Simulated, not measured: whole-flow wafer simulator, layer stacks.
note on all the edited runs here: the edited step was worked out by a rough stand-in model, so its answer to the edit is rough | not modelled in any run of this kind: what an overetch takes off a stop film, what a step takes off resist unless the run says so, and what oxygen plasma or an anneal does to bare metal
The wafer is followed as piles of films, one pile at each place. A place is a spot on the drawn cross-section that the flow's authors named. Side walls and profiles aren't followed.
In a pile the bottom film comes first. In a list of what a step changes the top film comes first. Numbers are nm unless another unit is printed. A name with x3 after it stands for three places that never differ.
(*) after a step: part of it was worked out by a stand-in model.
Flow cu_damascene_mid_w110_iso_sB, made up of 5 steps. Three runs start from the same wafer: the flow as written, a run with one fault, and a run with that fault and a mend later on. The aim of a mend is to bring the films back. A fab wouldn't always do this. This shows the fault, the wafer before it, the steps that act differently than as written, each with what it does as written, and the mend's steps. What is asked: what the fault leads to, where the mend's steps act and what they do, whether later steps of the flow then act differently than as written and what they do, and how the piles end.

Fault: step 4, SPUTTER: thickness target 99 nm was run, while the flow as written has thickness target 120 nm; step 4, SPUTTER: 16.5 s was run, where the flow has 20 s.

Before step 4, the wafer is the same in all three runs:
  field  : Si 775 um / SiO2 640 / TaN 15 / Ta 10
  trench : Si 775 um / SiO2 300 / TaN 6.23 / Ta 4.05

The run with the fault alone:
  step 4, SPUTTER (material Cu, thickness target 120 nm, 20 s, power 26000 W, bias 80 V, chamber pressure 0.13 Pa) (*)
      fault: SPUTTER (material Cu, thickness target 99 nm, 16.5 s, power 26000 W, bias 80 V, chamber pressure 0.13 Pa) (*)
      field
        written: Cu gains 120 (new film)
        fault: Cu gains 99 (new film)
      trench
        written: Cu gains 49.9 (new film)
        fault: Cu gains 41.2 (new film)
  Later steps of the flow acting differently than as written:
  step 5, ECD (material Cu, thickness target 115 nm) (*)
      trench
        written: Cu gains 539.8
        fault: Cu gains 527.5
  The piles end different from the flow's at field, trench by more than 2% or 0.5 nm, whichever is larger.
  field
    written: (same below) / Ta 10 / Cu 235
    fault: (same below) / Ta 10 / Cu 214
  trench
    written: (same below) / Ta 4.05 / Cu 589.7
    fault: (same below) / Ta 4.05 / Cu 568.7

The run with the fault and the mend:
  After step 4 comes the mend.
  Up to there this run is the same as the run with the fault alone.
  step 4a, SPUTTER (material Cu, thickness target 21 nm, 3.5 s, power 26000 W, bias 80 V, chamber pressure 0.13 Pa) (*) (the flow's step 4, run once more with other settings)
      field
        Cu gains 21
      trench
        Cu gains 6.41
  None of the later steps of the flow differs from how it acts as written, at any place that is followed, by more than 2% or 0.5 nm, whichever is larger.
  At every place that both follow, the piles at the end match the flow's.
